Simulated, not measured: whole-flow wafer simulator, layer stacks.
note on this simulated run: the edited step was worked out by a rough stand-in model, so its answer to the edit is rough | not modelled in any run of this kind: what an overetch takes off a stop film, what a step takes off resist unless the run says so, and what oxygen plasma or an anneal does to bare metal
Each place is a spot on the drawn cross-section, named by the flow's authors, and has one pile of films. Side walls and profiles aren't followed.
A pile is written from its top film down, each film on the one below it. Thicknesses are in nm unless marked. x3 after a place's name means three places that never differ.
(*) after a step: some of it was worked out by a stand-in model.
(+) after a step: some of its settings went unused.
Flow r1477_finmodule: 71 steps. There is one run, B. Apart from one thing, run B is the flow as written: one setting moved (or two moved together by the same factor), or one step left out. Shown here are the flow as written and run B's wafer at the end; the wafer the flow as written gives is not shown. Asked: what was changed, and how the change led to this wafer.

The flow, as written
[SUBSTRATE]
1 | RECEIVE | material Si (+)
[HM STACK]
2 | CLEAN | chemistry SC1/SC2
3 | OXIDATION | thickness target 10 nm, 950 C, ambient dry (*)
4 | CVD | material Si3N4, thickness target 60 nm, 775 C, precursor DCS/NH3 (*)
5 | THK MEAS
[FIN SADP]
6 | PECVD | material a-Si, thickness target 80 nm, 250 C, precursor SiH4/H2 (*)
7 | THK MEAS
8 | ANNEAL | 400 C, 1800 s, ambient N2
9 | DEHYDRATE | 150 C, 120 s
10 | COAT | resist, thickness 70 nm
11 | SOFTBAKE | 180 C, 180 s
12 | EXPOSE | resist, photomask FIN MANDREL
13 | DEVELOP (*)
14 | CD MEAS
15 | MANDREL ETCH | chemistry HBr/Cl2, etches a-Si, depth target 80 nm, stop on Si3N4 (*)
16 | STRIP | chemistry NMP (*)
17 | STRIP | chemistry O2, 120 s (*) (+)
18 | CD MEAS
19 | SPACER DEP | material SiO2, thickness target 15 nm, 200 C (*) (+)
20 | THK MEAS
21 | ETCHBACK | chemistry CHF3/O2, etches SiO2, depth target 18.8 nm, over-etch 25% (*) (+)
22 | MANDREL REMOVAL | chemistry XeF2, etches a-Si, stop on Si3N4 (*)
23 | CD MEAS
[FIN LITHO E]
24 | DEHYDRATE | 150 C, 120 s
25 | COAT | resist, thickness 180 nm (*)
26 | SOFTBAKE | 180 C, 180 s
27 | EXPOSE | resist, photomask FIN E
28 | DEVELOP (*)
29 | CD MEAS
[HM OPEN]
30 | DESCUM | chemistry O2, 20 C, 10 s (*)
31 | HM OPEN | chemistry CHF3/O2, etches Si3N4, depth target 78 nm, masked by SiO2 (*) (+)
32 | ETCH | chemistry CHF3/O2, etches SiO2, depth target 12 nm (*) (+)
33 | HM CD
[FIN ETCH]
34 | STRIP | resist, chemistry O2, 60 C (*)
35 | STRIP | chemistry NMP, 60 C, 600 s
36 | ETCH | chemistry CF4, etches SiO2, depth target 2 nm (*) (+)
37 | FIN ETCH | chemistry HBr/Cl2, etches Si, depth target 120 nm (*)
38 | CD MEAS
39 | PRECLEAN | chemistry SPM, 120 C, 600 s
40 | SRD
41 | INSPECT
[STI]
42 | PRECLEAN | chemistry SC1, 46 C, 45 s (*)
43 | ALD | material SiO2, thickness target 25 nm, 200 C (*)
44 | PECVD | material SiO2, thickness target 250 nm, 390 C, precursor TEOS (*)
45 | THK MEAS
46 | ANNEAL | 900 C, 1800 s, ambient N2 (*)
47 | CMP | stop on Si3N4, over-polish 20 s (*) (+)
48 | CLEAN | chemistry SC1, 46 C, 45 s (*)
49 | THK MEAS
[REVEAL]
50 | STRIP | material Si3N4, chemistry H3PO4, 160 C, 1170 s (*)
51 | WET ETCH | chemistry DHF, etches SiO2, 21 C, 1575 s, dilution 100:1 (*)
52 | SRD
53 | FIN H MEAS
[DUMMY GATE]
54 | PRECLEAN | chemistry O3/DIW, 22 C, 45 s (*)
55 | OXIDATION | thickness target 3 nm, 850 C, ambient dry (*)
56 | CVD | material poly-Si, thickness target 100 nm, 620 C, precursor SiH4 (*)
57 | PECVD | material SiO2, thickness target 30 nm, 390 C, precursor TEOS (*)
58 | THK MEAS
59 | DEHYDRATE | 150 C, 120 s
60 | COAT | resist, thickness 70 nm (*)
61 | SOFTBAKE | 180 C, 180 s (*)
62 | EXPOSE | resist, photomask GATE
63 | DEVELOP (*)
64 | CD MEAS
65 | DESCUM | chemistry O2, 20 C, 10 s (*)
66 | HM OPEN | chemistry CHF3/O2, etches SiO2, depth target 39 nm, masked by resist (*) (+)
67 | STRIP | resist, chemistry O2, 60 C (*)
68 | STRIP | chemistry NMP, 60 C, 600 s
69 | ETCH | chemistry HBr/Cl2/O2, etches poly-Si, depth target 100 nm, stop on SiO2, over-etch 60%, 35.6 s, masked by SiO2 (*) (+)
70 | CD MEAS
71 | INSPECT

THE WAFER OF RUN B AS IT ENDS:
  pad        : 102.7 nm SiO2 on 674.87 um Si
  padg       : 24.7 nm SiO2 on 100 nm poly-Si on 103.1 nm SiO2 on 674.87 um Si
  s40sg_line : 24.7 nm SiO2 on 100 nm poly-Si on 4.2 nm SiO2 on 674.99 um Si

What caused this: step 55, OXIDATION: thickness target 4.2 nm was run, while the flow as written has thickness target 3 nm.
The wafer itself shows it: s40sg_line has SiO2 4.2, and step 55 as written asks for 3 nm.

Step by step, how the change led to this:
  55 | OXIDATION | thickness target 3 nm, 850 C, ambient dry (*)
      s40sg_line, s45sg_line, s50sg_line, s40so_line, s45so_line, s50so_line: SiO2 gains 4.2 (new film), chemical SiO2 loses 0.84 (all of it), Si loses 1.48 (it would be, as written: SiO2 gains 3 (new film), chemical SiO2 loses 0.84 (all of it), Si loses 0.95)
